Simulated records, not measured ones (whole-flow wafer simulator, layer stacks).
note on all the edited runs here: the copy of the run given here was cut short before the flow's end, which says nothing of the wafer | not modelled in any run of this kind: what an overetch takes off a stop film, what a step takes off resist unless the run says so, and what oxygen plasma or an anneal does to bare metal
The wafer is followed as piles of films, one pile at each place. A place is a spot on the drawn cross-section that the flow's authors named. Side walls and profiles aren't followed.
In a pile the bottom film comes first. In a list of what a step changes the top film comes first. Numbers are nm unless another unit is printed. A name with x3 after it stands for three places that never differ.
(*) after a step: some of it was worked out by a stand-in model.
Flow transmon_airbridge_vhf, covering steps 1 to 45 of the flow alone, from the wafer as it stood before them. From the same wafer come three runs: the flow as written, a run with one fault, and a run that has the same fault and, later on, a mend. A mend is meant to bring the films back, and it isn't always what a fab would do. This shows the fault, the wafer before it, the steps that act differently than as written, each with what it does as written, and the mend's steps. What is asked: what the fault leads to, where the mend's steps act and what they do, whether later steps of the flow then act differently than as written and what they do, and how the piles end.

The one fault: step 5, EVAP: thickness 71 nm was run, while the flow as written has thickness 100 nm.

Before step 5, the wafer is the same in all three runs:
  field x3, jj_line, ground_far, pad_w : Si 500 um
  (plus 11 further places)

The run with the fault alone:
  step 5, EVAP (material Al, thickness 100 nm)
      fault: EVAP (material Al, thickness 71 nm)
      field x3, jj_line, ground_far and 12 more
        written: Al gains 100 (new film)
        fault: Al gains 71 (new film)
  Steps later in the flow that act otherwise than as written (17 more steps, not shown, differ only slightly: by at most 2% or 0.5 nm, whichever is larger):
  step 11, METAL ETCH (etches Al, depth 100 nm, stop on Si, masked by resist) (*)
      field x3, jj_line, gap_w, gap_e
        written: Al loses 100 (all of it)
        fault: Al loses 71 (all of it)
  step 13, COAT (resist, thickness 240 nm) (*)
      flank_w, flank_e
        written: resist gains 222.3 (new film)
        fault: resist gains 227 (new film)
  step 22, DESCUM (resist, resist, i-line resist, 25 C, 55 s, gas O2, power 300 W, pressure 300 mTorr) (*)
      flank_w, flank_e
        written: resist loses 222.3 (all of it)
        fault: resist loses 227 (all of it)
  At ground_far, pad_w, flank_w and 8 more, the piles at the end differ from the flow's by more than 2% or 0.5 nm, whichever is larger.
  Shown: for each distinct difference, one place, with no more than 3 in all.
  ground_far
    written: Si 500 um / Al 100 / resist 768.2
    fault: Si 500 um / Al 71 / resist 768.2
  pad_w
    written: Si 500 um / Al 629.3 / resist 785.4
    fault: Si 500 um / Al 600.3 / resist 785.8
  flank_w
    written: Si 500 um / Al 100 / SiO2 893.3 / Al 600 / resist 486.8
    fault: Si 500 um / Al 71 / SiO2 893.2 / Al 600 / resist 492.2

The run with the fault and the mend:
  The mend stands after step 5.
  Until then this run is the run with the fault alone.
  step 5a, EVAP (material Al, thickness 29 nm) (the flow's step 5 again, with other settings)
      field x3, jj_line, ground_far and 12 more
        Al gains 29
  None of the later steps of the flow acts differently than as written at any place that is followed.
  At every place that both follow, the piles at the end match the flow's.
